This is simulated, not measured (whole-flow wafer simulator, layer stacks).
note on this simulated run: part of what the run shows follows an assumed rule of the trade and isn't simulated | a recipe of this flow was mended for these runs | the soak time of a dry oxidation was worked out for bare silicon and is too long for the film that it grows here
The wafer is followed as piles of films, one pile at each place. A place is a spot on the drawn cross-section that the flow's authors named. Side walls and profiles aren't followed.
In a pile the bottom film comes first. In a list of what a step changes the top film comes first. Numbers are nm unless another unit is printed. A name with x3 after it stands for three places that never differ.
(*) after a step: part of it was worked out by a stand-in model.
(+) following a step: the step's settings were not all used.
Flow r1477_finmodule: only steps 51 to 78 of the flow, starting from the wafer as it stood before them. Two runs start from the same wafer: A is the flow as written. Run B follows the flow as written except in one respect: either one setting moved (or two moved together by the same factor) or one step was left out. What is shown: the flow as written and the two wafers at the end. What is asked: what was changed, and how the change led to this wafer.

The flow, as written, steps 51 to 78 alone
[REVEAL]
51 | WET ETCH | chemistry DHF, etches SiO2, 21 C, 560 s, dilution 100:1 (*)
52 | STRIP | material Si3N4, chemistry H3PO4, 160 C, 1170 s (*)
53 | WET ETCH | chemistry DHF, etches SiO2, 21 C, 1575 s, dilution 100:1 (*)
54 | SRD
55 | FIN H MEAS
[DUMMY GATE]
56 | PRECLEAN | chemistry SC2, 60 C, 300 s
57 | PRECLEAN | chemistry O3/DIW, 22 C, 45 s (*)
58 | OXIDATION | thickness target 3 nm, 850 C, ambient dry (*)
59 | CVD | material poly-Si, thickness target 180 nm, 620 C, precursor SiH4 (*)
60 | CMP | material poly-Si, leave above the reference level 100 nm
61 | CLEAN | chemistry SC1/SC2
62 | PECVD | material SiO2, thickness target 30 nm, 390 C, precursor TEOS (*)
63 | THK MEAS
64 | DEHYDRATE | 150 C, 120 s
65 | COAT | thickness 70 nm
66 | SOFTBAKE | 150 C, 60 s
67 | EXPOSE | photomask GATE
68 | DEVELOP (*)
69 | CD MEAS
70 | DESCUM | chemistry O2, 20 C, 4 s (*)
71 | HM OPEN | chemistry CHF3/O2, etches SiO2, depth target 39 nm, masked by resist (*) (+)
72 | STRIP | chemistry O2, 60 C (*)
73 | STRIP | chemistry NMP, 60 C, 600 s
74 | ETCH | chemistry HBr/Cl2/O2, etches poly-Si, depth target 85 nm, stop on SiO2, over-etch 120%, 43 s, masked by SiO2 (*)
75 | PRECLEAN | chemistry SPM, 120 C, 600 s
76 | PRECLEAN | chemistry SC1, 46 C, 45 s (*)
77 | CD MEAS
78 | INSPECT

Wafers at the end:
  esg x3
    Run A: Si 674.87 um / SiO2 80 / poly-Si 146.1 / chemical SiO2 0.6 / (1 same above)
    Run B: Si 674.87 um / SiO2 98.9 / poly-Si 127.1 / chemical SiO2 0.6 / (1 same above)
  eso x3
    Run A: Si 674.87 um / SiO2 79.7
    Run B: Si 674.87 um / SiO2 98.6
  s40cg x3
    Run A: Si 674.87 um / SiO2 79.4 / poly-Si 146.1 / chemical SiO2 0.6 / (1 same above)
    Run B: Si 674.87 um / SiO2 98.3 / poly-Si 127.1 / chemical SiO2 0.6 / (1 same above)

Cause: step 53, WET ETCH: 1197 s was run, while the flow as written has 1575 s.

How this came from the change, step by step:
  53 | WET ETCH | chemistry DHF, etches SiO2, 21 C, 1575 s, dilution 100:1 (*)
      esg x3, e200sg, s40cg x3, s40sg x3, eso x3, e200so, s40co x3, s40so x3: A SiO2 loses 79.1 | B SiO2 loses 60.1
      pad, padg: A SiO2 loses 85.7 | B SiO2 loses 65.1
  59 | CVD | material poly-Si, thickness target 180 nm, 620 C, precursor SiH4 (*)
      esg x3, s40cg x3, s40sg x3, eso x3, s40co x3, s40so x3: A poly-Si gains 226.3 (new film) | B poly-Si gains 207.4 (new film)
      e200sg, e200so: A poly-Si gains 219.2 (new film) | B poly-Si gains 200.3 (new film)
  60 | CMP | material poly-Si, leave above the reference level 100 nm
      pad, padg: A poly-Si loses 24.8 | B poly-Si loses 45.3
  74 | ETCH | chemistry HBr/Cl2/O2, etches poly-Si, depth target 85 nm, stop on SiO2, over-etch 120%, 43 s, masked by SiO2 (*)
      eso x3, e200so, s40co x3, s40so x3: A chemical SiO2 loses 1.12 (all of it), poly-Si loses 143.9 (all of it), SiO2 loses 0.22 | B chemical SiO2 loses 1.12 (all of it), poly-Si loses 124.9 (all of it), SiO2 loses 0.31
      pad: A chemical SiO2 loses 1.12 (all of it), poly-Si loses 152.8 (all of it), SiO2 loses 0.17 | B chemical SiO2 loses 1.12 (all of it), poly-Si loses 132.3 (all of it), SiO2 loses 0.27
